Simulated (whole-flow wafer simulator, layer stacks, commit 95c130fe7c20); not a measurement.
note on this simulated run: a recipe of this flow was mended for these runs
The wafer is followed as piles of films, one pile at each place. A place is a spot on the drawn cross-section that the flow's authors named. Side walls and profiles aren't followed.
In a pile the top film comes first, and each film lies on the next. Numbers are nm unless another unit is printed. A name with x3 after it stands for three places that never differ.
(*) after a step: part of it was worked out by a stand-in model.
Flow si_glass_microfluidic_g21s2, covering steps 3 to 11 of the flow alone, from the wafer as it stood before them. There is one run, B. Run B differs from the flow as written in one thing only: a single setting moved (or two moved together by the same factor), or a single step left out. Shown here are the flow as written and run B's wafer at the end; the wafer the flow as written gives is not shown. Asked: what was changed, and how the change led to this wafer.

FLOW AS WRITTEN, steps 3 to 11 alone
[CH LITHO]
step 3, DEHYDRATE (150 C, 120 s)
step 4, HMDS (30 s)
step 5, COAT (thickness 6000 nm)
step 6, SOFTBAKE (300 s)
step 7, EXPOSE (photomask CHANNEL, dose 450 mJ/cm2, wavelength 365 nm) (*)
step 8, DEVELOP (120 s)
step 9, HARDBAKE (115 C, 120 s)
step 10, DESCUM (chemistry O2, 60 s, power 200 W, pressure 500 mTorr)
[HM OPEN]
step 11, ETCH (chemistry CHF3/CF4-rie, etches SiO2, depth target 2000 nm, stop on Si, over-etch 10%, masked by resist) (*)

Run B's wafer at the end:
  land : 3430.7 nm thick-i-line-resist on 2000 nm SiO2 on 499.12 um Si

Cause: step 5, COAT: thickness 4249 nm was run, while the flow as written has thickness 6000 nm.

Step by step, how the change led to this:
  step 5, COAT (thickness 6000 nm)
      land, trench20 x3: +4249 thick-i-line-resist (new film) (in the flow as written it would be: +6000 thick-i-line-resist (new film))
  step 8, DEVELOP (120 s)
      trench20 x3: -4249 thick-i-line-resist (all of it) (in the flow as written it would be: -6000 thick-i-line-resist (all of it))
  step 9, HARDBAKE (115 C, 120 s)
      land: -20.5 thick-i-line-resist (in the flow as written it would be: -33.5 thick-i-line-resist)
